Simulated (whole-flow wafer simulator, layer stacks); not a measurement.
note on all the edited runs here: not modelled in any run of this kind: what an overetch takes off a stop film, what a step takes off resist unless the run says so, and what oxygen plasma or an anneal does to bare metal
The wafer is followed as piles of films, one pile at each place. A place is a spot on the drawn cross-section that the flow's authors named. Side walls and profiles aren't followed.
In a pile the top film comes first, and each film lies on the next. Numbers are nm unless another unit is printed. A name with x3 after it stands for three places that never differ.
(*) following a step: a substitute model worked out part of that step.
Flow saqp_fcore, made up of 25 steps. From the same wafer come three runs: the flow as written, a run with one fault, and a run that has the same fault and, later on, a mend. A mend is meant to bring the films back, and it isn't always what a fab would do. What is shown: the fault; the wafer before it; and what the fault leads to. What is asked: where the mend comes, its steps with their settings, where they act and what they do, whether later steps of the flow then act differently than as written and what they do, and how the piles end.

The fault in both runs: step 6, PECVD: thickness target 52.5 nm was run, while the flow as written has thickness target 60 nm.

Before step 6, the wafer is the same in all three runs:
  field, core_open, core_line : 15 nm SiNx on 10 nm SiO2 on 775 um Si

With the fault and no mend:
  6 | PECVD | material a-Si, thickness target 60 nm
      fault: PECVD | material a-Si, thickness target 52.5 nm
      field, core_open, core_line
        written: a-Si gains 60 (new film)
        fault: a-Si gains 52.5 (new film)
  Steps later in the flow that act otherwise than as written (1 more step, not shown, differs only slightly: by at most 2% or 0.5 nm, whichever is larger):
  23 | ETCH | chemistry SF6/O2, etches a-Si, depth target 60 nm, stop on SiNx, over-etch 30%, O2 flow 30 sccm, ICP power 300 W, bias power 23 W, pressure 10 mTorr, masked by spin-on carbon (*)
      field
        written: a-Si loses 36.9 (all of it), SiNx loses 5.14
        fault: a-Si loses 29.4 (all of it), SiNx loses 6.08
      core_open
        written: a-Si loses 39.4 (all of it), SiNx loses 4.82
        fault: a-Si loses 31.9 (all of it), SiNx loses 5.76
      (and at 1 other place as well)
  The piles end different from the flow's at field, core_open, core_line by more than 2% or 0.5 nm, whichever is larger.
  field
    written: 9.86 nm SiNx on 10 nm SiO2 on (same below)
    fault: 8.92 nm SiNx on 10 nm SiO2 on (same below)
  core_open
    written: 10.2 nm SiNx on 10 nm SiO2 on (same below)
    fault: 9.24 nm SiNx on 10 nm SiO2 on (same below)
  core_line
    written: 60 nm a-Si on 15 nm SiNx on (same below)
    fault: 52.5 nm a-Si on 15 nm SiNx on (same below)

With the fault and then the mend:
  The mend stands after step 7.
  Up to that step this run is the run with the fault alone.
  7a | PECVD | material a-Si, thickness target 7.5 nm (the flow's step 6 again, with other settings)
      field, core_open, core_line
        a-Si gains 7.5
  Every later step of the flow that is run acts as written at every place that is followed.
  At every place that both follow, the piles at the end match the flow's.
